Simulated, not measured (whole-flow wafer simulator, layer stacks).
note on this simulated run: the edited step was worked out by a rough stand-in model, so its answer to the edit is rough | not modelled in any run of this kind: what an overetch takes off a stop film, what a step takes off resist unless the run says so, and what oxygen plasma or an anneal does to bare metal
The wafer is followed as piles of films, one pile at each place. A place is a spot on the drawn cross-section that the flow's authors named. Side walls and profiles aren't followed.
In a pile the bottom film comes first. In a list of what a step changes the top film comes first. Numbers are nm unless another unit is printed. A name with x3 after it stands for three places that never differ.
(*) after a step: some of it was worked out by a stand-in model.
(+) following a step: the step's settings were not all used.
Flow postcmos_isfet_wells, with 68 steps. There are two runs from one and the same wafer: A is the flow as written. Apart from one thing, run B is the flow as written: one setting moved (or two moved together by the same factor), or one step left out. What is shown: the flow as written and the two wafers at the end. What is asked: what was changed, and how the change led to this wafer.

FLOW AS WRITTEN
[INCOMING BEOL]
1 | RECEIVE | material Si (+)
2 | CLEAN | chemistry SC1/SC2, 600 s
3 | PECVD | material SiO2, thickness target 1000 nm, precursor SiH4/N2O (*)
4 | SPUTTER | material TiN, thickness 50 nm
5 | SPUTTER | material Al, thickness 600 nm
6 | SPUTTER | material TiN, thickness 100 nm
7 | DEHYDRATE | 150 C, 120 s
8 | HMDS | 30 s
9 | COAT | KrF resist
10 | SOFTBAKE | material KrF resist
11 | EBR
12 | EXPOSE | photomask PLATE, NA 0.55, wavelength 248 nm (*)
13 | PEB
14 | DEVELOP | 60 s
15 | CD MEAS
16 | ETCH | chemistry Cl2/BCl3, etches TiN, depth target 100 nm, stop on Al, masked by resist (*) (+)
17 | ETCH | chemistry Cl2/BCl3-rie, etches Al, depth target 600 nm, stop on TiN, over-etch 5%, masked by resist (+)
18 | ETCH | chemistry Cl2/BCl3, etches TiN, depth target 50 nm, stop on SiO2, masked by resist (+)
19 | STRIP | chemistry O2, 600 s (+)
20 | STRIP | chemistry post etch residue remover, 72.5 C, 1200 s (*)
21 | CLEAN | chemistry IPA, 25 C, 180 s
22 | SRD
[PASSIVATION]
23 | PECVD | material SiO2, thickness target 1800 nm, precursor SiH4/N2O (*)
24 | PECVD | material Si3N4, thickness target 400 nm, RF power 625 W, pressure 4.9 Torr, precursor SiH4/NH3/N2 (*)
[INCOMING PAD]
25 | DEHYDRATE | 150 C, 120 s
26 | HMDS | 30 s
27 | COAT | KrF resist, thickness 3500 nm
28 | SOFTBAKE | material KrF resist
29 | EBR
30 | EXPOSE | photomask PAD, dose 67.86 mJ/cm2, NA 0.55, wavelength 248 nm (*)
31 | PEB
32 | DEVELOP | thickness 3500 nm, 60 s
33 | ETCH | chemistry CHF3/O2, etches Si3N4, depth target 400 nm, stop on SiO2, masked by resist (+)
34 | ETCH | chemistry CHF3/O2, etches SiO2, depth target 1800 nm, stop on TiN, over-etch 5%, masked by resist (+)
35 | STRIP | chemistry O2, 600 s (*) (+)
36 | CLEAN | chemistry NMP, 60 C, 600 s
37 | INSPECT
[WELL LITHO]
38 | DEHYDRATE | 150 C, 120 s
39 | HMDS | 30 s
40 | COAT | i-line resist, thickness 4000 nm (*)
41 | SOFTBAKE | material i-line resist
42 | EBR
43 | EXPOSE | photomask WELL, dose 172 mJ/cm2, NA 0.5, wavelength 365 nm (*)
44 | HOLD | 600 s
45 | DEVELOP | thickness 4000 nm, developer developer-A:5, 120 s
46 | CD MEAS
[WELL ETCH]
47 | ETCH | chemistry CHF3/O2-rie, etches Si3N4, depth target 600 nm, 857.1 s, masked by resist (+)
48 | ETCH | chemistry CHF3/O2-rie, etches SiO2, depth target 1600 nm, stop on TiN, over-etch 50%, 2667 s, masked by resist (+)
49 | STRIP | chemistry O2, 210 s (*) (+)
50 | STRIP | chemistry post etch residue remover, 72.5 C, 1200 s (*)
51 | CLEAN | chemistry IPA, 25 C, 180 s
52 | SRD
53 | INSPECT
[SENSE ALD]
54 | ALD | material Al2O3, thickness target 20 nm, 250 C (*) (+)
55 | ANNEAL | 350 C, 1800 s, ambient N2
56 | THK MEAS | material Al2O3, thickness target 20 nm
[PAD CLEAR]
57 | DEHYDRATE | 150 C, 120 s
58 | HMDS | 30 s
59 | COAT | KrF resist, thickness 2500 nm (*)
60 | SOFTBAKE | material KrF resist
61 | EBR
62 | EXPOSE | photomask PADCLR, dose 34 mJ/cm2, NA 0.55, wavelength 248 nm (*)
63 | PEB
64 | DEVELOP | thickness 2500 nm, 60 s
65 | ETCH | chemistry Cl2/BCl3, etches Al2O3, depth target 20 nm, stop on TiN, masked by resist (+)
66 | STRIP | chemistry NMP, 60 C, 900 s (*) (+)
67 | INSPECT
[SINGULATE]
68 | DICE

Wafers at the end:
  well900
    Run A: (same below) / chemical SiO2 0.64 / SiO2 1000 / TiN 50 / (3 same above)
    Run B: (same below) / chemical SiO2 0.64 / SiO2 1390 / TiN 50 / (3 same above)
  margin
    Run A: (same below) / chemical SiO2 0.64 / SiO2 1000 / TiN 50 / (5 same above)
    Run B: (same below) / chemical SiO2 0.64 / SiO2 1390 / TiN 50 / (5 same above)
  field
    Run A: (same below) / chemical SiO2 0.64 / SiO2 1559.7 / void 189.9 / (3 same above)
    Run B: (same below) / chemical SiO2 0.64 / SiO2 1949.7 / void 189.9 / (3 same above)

The reason: step 3, PECVD: thickness target 1390 nm was run, though the flow has thickness target 1000 nm.
One can read it off the wafer: well900 has SiO2 1390, and step 3 as written asks for 1000 nm.

The path from the change to this, step by step:
  3 | PECVD | material SiO2, thickness target 1000 nm, precursor SiH4/N2O (*)
      field, margin, well900, well1300 x3, pad_rim, pad_clr, pad_open: A +1000 SiO2 (new film) | B +1390 SiO2 (new film)
